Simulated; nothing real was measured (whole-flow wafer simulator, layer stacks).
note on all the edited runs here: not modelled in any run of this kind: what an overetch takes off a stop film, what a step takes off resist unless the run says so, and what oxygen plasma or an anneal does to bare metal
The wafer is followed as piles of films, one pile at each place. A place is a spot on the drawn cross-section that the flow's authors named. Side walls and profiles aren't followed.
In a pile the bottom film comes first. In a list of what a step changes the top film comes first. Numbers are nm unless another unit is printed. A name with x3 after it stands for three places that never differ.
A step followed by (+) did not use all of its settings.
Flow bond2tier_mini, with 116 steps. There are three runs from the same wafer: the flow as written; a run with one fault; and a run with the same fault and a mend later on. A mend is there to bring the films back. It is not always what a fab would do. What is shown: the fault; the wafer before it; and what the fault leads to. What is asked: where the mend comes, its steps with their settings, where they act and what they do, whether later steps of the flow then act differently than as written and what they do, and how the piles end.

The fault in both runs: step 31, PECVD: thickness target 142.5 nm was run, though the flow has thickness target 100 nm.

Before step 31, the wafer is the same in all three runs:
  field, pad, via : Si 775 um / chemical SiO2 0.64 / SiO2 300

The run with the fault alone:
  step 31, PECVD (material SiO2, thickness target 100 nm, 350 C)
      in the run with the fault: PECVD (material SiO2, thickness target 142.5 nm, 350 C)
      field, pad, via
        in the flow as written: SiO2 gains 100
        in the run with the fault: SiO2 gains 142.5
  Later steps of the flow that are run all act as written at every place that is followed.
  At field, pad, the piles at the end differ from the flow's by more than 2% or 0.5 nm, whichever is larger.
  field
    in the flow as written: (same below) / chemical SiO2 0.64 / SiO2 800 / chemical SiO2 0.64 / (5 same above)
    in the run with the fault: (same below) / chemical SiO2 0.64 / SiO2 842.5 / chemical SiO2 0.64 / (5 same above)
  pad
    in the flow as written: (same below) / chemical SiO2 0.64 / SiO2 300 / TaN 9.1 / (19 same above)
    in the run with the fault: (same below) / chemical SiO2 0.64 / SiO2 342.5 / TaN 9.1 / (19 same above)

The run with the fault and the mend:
  The mend stands after step 36.
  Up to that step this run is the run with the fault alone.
  step 36a, STRIP (chemistry O2, over-ash 100%) (+)
      field
        KrF resist loses 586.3 (all of it)
  step 36b, ETCH (chemistry CHF3/CF4-rie, etches SiO2, depth target 42.5 nm)
      field, pad, via
        SiO2 loses 42.5
  step 36c, COAT (KrF resist, thickness 600 nm) (a further turn of the flow's step 32)
      field, pad, via
        KrF resist gains 600 (new film)
  step 36d, SOFTBAKE (KrF resist) (a further turn of the flow's step 33)
      leaves every film unchanged at each place that is followed
  step 36e, EXPOSE (photomask APAD, NA 0.6) (a further turn of the flow's step 34)
      leaves every film unchanged at each place that is followed
  step 36f, PEB (KrF resist) (a further turn of the flow's step 35)
      leaves every film unchanged at each place that is followed
  step 36g, DEVELOP (developer TMAH-0.26N, 60 s) (a further turn of the flow's step 36)
      pad, via
        KrF resist loses 600 (all of it)
      field
        KrF resist loses 13.7
  Later steps of the flow that are run all act as written at every place that is followed.
  The piles end the same as the flow's at every place that both follow.
